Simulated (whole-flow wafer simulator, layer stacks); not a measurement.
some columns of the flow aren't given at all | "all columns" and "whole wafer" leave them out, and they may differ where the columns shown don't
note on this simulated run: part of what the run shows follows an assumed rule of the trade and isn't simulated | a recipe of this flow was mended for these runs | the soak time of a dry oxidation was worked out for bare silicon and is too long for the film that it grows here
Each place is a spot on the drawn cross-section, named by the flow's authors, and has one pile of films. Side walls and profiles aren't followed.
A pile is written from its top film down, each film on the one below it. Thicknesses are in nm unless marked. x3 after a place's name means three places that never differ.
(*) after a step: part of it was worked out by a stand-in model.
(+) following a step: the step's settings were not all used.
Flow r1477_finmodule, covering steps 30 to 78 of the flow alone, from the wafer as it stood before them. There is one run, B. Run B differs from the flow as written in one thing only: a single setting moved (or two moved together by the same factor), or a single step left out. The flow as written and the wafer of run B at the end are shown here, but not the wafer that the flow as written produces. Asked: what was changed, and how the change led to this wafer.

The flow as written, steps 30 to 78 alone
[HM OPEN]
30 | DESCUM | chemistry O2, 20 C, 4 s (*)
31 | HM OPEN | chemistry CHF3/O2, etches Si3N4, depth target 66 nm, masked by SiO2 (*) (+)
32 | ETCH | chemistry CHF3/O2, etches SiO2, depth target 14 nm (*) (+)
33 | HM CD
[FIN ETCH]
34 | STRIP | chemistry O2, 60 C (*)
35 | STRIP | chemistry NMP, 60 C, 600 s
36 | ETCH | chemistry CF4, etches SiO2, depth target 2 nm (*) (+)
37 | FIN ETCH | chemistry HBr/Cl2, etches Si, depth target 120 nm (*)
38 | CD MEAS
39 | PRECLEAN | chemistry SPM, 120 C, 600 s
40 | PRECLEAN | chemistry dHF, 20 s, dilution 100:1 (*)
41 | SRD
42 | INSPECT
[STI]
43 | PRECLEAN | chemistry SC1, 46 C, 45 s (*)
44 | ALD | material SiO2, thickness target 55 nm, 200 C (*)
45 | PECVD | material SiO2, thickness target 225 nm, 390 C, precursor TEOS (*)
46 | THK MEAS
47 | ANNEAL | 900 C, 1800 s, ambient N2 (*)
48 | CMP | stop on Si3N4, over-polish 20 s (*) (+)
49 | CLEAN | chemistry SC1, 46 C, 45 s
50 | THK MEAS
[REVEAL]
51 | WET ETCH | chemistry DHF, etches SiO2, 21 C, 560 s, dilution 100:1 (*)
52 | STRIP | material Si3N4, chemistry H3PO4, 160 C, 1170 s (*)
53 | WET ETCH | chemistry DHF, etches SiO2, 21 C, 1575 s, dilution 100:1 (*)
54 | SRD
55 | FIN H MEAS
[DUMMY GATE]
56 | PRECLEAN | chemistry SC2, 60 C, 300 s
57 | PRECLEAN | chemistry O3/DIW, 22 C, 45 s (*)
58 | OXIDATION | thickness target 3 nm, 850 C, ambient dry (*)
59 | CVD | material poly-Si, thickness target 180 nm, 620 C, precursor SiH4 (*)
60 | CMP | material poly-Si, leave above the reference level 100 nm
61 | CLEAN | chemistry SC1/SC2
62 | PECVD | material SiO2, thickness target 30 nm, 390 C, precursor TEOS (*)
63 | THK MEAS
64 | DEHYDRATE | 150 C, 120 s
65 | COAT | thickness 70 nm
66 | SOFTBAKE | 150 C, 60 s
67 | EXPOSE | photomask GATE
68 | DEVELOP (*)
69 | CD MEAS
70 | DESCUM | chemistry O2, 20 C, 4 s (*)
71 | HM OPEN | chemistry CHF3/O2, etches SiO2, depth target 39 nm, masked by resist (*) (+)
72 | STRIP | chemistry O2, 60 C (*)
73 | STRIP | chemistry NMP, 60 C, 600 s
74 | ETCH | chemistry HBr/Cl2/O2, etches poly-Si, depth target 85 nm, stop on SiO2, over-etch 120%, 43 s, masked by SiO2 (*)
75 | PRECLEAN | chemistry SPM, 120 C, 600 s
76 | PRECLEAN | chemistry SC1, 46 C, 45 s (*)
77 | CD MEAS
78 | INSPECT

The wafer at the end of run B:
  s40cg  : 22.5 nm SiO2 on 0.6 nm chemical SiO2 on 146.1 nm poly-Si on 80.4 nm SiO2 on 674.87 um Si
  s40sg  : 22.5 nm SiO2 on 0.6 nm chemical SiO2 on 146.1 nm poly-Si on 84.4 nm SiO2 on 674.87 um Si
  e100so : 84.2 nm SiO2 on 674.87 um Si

Cause: step 31, HM OPEN: depth target 75.9 nm was run, though the flow has depth target 66 nm.

How this came from the change, step by step:
  31 | HM OPEN | chemistry CHF3/O2, etches Si3N4, depth target 66 nm, masked by SiO2 (*) (+)
      pad, padg, esg and 13 more: Si3N4 loses 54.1 (all of it), SiO2 loses 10 (all of it), Si loses 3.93 (it would be, as written: Si3N4 loses 54.1 (all of it), SiO2 loses 5.95)
      elg, e40lg, e100lg, e200lg, elo, e40lo, e100lo, e200lo: e-beam-resist loses 75.9 (it would be, as written: e-beam-resist loses 66)
      (and at 12 other places as well)
  32 | ETCH | chemistry CHF3/O2, etches SiO2, depth target 14 nm (*) (+)
      pad, padg: Si loses 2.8 (it would be, as written: SiO2 loses 4.05 (all of it), Si loses 1.99)
      esg, eso: Si loses 2.31 (it would be, as written: SiO2 loses 4.05 (all of it), Si loses 1.99)
      (and at 18 other places as well)
  34 | STRIP | chemistry O2, 60 C (*)
      elg, e40lg, e100lg, e200lg, elo, e40lo, e100lo, e200lo: e-beam-resist loses 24 (all of it) (it would be, as written: e-beam-resist loses 33.9 (all of it))
  44 | ALD | material SiO2, thickness target 55 nm, 200 C (*)
      e200sg, e200so: SiO2 gains 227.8 (new film) (it would be, as written: SiO2 gains 223.2 (new film))
  48 | CMP | stop on Si3N4, over-polish 20 s (*) (+)
      pad, padg: SiO2 loses 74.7 (it would be, as written: SiO2 loses 79.4)
